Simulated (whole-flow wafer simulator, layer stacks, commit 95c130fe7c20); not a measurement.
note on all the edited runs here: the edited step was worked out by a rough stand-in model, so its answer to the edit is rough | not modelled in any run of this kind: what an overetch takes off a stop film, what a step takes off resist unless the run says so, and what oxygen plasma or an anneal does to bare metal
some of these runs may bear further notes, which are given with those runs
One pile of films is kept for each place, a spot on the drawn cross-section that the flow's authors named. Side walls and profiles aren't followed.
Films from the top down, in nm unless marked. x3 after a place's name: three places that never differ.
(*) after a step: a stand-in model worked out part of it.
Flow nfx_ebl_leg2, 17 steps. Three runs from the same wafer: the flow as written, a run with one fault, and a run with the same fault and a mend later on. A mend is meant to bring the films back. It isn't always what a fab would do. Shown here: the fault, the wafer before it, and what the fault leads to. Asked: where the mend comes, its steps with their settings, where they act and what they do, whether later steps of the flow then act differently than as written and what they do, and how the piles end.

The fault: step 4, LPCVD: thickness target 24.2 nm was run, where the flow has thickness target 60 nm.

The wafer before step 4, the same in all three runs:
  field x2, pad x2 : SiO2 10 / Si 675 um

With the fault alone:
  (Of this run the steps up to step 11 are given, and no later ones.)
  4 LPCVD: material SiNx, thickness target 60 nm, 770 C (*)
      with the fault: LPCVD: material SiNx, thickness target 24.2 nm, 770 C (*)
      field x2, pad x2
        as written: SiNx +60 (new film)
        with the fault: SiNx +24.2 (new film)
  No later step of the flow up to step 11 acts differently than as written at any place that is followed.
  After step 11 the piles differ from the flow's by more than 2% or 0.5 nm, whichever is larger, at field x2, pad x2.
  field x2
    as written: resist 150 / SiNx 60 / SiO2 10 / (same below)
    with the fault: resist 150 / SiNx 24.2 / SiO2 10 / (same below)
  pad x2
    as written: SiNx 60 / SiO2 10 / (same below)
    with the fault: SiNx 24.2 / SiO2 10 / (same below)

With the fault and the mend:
  The mend comes after step 5.
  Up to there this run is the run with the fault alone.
  5a ETCH: chemistry h3po4, depth target 27.83 nm
      field x2, pad x2
        SiNx -24.2 (all of it)
  5b CLEAN: chemistry SC1/SC2 (the flow's step 2 once more)
      changes no film at any place that is followed
  5c LPCVD: material SiNx, thickness target 60 nm, 770 C (*) (the flow's step 4 once more)
      field x2, pad x2
        SiNx +60 (new film)
  No later step of the flow acts differently than as written at any place that is followed.
  At the end the piles are the same as the flow's at every place that both follow.
